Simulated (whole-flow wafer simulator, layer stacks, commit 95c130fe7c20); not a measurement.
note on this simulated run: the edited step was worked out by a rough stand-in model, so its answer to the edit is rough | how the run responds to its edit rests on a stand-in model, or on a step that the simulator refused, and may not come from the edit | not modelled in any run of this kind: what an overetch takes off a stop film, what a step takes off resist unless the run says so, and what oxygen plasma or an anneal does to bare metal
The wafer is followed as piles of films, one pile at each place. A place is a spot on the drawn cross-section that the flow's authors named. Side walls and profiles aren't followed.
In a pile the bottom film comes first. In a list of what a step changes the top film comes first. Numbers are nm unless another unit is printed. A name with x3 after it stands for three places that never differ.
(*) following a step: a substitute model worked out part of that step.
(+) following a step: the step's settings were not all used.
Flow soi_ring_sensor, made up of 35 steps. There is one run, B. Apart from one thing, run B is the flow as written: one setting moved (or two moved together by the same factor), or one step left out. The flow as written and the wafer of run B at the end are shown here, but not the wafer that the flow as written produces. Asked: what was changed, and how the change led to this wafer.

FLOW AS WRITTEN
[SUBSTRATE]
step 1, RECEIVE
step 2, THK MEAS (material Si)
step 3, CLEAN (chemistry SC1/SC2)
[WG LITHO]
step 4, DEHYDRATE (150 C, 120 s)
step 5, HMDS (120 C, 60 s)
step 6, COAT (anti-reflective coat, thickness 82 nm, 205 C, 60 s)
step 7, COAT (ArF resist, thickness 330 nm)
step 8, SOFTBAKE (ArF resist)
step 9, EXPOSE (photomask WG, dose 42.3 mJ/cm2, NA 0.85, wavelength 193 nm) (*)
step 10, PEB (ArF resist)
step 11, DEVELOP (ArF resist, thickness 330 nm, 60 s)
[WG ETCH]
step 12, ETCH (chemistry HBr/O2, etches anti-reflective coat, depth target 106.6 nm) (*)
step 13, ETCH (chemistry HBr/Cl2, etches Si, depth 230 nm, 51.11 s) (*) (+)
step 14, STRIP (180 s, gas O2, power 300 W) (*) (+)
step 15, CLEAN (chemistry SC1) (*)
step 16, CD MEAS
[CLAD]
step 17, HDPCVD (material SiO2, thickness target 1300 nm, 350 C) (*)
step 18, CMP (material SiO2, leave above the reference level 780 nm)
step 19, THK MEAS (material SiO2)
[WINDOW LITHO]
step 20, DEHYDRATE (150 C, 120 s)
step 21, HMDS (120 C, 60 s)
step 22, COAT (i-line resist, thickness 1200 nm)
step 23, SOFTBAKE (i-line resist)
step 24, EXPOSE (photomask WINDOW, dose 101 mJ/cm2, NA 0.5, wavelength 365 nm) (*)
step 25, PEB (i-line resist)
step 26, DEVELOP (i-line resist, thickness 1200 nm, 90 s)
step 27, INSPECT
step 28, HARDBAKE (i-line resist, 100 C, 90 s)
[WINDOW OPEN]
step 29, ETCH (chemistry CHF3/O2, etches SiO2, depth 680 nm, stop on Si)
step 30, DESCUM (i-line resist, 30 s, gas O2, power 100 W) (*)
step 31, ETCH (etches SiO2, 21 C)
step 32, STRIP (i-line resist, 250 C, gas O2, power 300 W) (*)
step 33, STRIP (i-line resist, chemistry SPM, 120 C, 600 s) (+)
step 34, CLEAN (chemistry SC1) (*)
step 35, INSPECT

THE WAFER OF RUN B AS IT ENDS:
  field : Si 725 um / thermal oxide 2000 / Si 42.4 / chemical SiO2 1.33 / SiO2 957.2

What caused this: step 13, ETCH: depth 177 nm was run, whereas the flow has depth 230 nm; step 13, ETCH: 39.35 s was run, where the flow has 51.11 s.

Step by step, how the change led to this:
  step 13, ETCH (chemistry HBr/Cl2, etches Si, depth 230 nm, 51.11 s) (*) (+)
      gap, window, field, gap_clad: -177 Si (in the flow as written it would be: -220 Si (all of it), -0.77 thermal oxide)
      core, core_clad: -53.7 ArF resist (in the flow as written it would be: -69.7 ArF resist)
  step 14, STRIP (180 s, gas O2, power 300 W) (*) (+)
      gap, window, field, gap_clad: +1.33 chemical SiO2 (new film), -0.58 Si (in the flow as written it would be: nothing)
      core, core_clad: -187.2 ArF resist (all of it), -82 anti-reflective coat (all of it), +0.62 chemical SiO2, -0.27 Si (in the flow as written it would be: -171.2 ArF resist (all of it), -82 anti-reflective coat (all of it), +0.63 chemical SiO2, -0.28 Si)
  step 18, CMP (material SiO2, leave above the reference level 780 nm)
      gap, window, field, gap_clad: -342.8 SiO2 (in the flow as written it would be: -298.2 SiO2)
